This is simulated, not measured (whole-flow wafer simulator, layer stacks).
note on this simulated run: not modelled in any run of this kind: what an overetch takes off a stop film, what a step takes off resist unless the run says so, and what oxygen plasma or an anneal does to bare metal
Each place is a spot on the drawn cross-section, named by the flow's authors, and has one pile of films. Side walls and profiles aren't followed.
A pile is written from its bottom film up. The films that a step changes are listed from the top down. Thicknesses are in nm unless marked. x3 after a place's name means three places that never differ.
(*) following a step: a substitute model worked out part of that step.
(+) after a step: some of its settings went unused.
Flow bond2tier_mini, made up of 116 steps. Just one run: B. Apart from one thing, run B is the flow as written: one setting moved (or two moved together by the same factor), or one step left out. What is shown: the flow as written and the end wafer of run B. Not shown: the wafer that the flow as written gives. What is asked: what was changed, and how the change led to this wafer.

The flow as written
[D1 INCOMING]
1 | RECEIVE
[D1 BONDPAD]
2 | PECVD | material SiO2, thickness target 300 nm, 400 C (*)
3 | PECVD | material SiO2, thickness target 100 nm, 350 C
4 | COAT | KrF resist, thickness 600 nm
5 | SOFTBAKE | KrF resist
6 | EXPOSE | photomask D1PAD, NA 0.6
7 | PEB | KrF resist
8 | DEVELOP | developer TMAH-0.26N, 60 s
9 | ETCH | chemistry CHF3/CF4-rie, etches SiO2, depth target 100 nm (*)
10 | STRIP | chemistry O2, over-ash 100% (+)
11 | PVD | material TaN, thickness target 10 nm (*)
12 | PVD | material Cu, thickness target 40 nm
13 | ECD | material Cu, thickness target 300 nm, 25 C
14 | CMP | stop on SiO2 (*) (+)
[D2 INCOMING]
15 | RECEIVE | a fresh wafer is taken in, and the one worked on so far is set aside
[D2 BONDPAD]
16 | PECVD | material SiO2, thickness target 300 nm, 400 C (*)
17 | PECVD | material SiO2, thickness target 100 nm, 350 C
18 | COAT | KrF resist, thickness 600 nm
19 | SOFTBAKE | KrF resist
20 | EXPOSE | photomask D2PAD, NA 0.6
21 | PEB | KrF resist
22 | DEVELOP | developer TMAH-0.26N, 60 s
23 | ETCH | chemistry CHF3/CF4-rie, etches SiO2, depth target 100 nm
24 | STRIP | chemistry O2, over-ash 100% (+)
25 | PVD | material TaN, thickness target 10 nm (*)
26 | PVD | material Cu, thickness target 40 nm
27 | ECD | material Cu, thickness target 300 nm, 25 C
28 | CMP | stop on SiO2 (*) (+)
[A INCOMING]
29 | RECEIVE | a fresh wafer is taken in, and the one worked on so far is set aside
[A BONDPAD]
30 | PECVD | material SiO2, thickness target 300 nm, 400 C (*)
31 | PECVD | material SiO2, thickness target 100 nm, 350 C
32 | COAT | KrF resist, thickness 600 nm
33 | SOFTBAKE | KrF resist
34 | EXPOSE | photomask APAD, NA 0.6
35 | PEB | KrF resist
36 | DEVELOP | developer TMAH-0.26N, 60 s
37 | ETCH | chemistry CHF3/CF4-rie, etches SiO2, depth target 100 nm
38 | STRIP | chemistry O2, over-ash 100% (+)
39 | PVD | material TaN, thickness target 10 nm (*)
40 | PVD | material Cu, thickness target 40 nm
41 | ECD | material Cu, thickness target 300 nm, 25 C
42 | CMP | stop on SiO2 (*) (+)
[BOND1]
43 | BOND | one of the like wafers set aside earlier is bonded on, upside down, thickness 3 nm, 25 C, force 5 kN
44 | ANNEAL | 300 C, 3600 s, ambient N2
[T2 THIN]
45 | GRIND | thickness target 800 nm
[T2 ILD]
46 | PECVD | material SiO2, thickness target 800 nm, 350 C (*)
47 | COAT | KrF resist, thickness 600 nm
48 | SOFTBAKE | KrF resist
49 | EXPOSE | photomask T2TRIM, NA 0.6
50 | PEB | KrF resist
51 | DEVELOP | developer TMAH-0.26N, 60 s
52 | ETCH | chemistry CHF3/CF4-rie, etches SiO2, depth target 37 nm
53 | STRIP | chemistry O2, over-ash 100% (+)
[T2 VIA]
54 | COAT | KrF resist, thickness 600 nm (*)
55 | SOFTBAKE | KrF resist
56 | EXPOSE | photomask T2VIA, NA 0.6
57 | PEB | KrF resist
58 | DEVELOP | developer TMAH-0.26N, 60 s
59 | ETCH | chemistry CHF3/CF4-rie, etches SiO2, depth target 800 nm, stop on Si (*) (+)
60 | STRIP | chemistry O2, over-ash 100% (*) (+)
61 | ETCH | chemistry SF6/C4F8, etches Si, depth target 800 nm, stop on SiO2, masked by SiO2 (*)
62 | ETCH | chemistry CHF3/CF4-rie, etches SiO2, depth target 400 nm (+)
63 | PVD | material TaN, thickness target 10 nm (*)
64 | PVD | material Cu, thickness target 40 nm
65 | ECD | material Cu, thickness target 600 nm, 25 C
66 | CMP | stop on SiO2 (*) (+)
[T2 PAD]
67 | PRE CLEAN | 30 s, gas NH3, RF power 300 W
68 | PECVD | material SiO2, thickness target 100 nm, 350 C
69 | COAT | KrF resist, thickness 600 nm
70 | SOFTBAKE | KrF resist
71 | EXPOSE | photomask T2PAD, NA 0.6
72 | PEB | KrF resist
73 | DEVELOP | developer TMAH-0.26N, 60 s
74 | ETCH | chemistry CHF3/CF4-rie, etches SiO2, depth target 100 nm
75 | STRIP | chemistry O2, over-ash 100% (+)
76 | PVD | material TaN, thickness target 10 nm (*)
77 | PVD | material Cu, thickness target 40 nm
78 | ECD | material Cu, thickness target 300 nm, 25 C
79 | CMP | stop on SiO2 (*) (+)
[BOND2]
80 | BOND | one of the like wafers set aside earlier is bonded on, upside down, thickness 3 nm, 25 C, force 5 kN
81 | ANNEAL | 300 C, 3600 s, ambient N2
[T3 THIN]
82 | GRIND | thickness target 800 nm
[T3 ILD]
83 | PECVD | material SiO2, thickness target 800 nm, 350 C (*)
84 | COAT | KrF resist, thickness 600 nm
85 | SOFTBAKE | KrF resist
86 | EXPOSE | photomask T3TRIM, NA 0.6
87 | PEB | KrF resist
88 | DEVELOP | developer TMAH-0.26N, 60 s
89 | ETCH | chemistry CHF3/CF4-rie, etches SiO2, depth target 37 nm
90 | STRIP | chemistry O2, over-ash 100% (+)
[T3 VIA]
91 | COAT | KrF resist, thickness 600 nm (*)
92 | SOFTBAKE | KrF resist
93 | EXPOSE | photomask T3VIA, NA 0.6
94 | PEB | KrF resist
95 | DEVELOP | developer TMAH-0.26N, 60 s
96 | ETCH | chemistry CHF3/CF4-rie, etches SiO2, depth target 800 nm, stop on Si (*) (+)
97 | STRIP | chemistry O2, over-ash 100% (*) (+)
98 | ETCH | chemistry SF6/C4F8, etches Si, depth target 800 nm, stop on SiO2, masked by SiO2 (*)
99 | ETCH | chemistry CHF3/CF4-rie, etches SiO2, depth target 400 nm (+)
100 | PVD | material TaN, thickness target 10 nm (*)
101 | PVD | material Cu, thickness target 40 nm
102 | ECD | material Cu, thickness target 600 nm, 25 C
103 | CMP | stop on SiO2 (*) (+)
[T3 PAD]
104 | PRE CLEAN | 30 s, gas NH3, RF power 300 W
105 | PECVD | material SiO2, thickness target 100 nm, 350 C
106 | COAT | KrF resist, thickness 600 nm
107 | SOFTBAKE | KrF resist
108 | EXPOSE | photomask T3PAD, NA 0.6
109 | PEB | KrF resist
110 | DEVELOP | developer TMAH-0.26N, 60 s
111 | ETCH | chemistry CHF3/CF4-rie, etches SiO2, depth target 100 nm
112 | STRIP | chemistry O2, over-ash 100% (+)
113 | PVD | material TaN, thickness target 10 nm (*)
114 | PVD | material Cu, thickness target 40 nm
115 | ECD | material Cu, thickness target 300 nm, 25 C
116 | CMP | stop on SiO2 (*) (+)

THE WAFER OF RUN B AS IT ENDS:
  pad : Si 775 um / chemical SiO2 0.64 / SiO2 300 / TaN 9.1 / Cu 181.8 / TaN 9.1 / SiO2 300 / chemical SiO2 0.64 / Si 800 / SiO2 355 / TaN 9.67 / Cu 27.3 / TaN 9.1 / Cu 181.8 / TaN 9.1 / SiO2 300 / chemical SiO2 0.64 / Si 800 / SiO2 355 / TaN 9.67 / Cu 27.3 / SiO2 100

Cause: step 111, ETCH: chemistry CHF3/CF4-rie, etches SiO2, depth target 100 nm, was omitted.

How this came from the change, step by step:
  112 | STRIP | chemistry O2, over-ash 100% (+)
      field: -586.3 KrF resist (all of it) (as written it would have been: -552.9 KrF resist (all of it))
  113 | PVD | material TaN, thickness target 10 nm (*)
      pad: +10 TaN (new film) (as written it would have been: +9.1 TaN (new film))
  114 | PVD | material Cu, thickness target 40 nm
      pad: +40 Cu (new film) (as written it would have been: +36.4 Cu (new film))
  115 | ECD | material Cu, thickness target 300 nm, 25 C
      pad: +300 Cu (as written it would have been: +404.5 Cu)
  116 | CMP | stop on SiO2 (*) (+)
      pad: -340 Cu (all of it), -10 TaN (all of it) (as written it would have been: -350 Cu)
